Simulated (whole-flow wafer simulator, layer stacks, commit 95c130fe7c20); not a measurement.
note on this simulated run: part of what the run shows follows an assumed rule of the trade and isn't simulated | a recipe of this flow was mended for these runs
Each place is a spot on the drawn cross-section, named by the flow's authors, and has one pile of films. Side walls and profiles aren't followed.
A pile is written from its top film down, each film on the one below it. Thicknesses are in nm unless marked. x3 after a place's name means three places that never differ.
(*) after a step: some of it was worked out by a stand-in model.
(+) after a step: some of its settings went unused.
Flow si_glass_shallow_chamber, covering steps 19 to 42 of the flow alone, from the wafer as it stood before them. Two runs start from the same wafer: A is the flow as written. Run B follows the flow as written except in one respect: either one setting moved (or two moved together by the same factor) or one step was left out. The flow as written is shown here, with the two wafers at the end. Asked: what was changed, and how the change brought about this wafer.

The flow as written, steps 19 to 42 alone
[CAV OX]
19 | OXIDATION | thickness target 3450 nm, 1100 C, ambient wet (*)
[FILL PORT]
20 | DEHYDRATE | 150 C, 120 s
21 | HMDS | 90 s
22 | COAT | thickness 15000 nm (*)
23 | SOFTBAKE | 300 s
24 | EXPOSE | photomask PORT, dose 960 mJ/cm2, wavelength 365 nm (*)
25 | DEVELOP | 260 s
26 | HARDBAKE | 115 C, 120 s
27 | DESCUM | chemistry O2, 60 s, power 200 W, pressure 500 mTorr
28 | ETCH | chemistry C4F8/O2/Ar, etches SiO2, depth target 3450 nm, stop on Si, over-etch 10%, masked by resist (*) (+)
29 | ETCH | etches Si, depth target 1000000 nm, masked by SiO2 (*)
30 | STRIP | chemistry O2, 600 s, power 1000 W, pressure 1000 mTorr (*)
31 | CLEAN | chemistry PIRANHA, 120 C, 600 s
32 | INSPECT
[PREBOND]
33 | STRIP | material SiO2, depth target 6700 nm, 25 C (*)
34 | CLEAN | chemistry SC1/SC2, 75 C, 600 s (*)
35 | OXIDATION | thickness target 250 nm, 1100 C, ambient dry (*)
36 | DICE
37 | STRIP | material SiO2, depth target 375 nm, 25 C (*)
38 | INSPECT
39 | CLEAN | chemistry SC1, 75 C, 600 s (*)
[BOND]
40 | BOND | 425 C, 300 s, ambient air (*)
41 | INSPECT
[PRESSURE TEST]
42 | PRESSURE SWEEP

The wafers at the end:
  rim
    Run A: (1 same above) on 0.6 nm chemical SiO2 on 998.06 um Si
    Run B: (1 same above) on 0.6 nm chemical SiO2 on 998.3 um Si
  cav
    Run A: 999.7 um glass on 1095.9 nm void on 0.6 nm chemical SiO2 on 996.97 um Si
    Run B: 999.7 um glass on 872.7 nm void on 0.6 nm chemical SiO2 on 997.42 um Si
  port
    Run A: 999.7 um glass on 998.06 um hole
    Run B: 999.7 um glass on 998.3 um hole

Cause: step 19, OXIDATION: thickness target 2415 nm was run, while the flow as written has thickness target 3450 nm.

Step by step, how the change led to this:
  19 | OXIDATION | thickness target 3450 nm, 1100 C, ambient wet (*)
      rim, ramp, septum, ring: A SiO2 gains 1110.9, Si loses 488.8 | B SiO2 gains 583.3, Si loses 256.7
      cav, port: A SiO2 gains 3450 (new film), chemical SiO2 loses 0.6 (all of it), Si loses 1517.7 | B SiO2 gains 2415 (new film), chemical SiO2 loses 0.6 (all of it), Si loses 1062.3
  22 | COAT | thickness 15000 nm (*)
      rim: A thick-i-line-resist gains 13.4 um (new film) | B thick-i-line-resist gains 13.29 um (new film)
      ramp: A thick-i-line-resist gains 12.89 um (new film) | B thick-i-line-resist gains 12.74 um (new film)
      (also at 3 further places)
  23 | SOFTBAKE | 300 s
      rim: A thick-i-line-resist loses 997 | B thick-i-line-resist loses 1077.4
      ramp: A thick-i-line-resist loses 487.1 | B thick-i-line-resist loses 529.9
      (also at 4 further places)
  25 | DEVELOP | 260 s
      port: A thick-i-line-resist loses 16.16 um (all of it) | B thick-i-line-resist loses 16.24 um (all of it)
  26 | HARDBAKE | 115 C, 120 s
      rim, ramp: A thick-i-line-resist loses 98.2 | B thick-i-line-resist loses 95.9
  28 | ETCH | chemistry C4F8/O2/Ar, etches SiO2, depth target 3450 nm, stop on Si, over-etch 10%, masked by resist (*) (+)
      rim, ramp, cav, septum, ring: A thick-i-line-resist loses 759 | B thick-i-line-resist loses 531.3
      port: A SiO2 loses 3450 (all of it), Si loses 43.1 | B SiO2 loses 2415 (all of it), Si loses 172.5
  29 | ETCH | etches Si, depth target 1000000 nm, masked by SiO2 (*)
      rim, ramp: A thick-i-line-resist loses 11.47 um (all of it), SiO2 loses 1617.3 | B thick-i-line-resist loses 11.51 um (all of it), SiO2 loses 1599.4
      port: A hole gains 997.05 um (new film), Si loses 997.05 um (all of it) | B hole gains 997.37 um (new film), Si loses 997.37 um (all of it)
      (also at 2 further places)
  30 | STRIP | chemistry O2, 600 s, power 1000 W, pressure 1000 mTorr (*)
      cav: A thick-i-line-resist loses 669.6 (all of it) | B thick-i-line-resist loses 983.6 (all of it)
  33 | STRIP | material SiO2, depth target 6700 nm, 25 C (*)
      rim, ramp: A SiO2 loses 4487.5 (all of it) | B SiO2 loses 3977.8 (all of it)
      cav: A SiO2 loses 3450 (all of it) | B SiO2 loses 2415 (all of it)
      (also at 2 further places)
  40 | BOND | 425 C, 300 s, ambient air (*)
      cav: A glass gains 999.7 um (new film), void gains 1095.9 (new film) | B glass gains 999.7 um (new film), void gains 872.7 (new film)
      port: A glass gains 999.7 um (new film), hole gains 1017.3 | B glass gains 999.7 um (new film), hole gains 923.4
